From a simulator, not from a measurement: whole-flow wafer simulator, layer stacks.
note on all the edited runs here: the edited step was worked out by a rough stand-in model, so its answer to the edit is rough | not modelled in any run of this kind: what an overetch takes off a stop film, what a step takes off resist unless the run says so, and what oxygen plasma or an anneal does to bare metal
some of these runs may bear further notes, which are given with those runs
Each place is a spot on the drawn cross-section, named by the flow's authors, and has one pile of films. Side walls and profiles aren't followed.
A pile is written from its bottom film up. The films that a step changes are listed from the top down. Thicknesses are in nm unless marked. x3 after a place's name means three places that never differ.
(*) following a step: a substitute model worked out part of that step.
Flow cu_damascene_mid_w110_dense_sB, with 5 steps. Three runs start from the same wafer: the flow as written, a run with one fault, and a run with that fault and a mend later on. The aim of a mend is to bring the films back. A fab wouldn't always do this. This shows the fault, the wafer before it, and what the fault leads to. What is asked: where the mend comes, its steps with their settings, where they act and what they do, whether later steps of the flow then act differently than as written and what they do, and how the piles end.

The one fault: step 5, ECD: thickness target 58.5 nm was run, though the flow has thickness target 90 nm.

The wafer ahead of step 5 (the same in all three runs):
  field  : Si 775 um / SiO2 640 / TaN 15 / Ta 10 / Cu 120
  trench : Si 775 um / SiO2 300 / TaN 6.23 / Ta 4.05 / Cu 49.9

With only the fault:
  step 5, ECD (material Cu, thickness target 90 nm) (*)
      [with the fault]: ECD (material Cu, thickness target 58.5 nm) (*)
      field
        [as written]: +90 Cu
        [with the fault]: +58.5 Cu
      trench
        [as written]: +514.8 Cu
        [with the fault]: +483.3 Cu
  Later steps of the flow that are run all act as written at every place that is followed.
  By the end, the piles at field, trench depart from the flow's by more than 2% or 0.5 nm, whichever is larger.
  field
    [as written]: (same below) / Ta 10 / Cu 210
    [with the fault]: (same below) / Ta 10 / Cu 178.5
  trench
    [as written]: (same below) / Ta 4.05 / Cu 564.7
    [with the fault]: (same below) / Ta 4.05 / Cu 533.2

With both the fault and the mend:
  After step 5 comes the mend.
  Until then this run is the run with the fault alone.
  step 5a, ECD (material Cu, thickness target 31.5 nm) (the flow's step 5, run once more with other settings)
      field, trench
        +31.5 Cu
  Later steps of the flow that are run all act as written at every place that is followed.
  At every place that both follow, the piles at the end match the flow's.
